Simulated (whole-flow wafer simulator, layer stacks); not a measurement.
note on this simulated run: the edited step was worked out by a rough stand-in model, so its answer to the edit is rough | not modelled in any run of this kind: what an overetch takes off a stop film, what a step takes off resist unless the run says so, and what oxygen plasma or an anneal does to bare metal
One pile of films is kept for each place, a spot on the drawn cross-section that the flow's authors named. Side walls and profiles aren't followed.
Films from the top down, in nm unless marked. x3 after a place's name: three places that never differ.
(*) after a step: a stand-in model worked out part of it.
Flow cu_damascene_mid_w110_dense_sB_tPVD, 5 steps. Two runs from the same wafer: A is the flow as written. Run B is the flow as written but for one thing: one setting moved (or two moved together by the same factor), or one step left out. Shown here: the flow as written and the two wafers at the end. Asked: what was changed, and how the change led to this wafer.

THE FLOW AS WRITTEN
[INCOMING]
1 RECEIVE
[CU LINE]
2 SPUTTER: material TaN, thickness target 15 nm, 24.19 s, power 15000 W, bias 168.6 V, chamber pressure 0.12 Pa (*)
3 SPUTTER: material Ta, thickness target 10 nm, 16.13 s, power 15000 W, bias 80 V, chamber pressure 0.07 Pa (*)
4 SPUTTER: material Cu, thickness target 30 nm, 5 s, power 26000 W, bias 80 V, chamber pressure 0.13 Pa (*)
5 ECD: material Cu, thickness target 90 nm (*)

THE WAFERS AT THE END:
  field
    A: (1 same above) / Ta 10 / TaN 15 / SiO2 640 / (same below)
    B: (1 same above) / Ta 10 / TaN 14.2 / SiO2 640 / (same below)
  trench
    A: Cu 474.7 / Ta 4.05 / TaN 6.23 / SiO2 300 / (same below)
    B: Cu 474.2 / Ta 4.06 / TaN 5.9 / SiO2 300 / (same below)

The cause: step 2, SPUTTER: thickness target 14.2 nm was run, where the flow has thickness target 15 nm; step 2, SPUTTER: 22.98 s was run, where the flow has 24.19 s.
It can be read off the wafer: field has TaN 14.2, and step 2 as written asks for 15 nm.

How the change led to this, step by step:
  2 SPUTTER: material TaN, thickness target 15 nm, 24.19 s, power 15000 W, bias 168.6 V, chamber pressure 0.12 Pa (*)
      field: A TaN +15 (new film) | B TaN +14.2 (new film)
